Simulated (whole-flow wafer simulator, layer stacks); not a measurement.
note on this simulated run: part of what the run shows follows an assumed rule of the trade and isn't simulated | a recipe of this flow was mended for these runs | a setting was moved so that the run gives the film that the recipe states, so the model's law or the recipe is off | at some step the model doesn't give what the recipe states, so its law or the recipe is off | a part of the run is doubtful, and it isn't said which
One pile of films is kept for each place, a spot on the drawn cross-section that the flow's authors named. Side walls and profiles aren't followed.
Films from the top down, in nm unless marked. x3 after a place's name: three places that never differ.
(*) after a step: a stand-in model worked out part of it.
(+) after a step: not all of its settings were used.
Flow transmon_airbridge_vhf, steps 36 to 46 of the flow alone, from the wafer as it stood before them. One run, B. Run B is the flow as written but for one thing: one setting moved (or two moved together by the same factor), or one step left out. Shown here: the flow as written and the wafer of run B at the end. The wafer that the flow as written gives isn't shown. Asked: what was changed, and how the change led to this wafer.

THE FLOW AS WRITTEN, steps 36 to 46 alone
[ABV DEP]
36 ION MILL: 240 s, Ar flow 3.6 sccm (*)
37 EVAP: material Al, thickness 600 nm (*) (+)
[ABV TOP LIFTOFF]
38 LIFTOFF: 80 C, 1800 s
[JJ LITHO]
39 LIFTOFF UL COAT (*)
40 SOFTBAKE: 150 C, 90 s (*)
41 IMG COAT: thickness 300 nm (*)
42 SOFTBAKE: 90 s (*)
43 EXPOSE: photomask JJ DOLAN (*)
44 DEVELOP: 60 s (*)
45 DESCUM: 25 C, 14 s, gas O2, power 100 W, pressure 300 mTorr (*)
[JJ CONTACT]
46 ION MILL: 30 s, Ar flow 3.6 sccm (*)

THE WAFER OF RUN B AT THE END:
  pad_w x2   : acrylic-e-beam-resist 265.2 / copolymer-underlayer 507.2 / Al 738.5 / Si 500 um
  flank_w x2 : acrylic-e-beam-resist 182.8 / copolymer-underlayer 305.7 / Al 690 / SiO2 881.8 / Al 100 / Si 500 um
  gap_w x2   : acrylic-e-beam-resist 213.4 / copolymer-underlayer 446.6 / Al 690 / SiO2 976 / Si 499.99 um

The cause: step 37, EVAP: thickness 690 nm was run, where the flow has thickness 600 nm.
It can be read off the wafer: flank_w x2 has Al 690, and step 37 as written asks for 600 nm.

How the change led to this, step by step:
  37 EVAP: material Al, thickness 600 nm (*) (+)
      field x3, jj_line, ground_far and 10 more: Al +690 (new film) (as written it would be: Al +600 (new film))
      pad_w x2: Al +679.8 (as written it would be: Al +591.1)
  38 LIFTOFF: 80 C, 1800 s
      field x3, jj_line, trace_open_s x2: Al -690 (all of it), i-line-resist -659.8 (all of it), lift-off-underlayer -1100 (all of it), acrylic-e-beam-resist -240 (all of it) (as written it would be: Al -600 (all of it), i-line-resist -659.8 (all of it), lift-off-underlayer -1100 (all of it), acrylic-e-beam-resist -240 (all of it))
      margin_s, margin_n: Al -690 (all of it), i-line-resist -378.2 (all of it), lift-off-underlayer -823.4 (all of it), acrylic-e-beam-resist -168.6 (all of it) (as written it would be: Al -600 (all of it), i-line-resist -378.2 (all of it), lift-off-underlayer -823.4 (all of it), acrylic-e-beam-resist -168.6 (all of it))
      (and at 1 more place)
  39 LIFTOFF UL COAT (*)
      bridge_strip: copolymer-underlayer +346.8 (new film) (as written it would be: copolymer-underlayer +355.1 (new film))
  41 IMG COAT: thickness 300 nm (*)
      bridge_strip: acrylic-e-beam-resist +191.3 (new film) (as written it would be: acrylic-e-beam-resist +196.8 (new film))
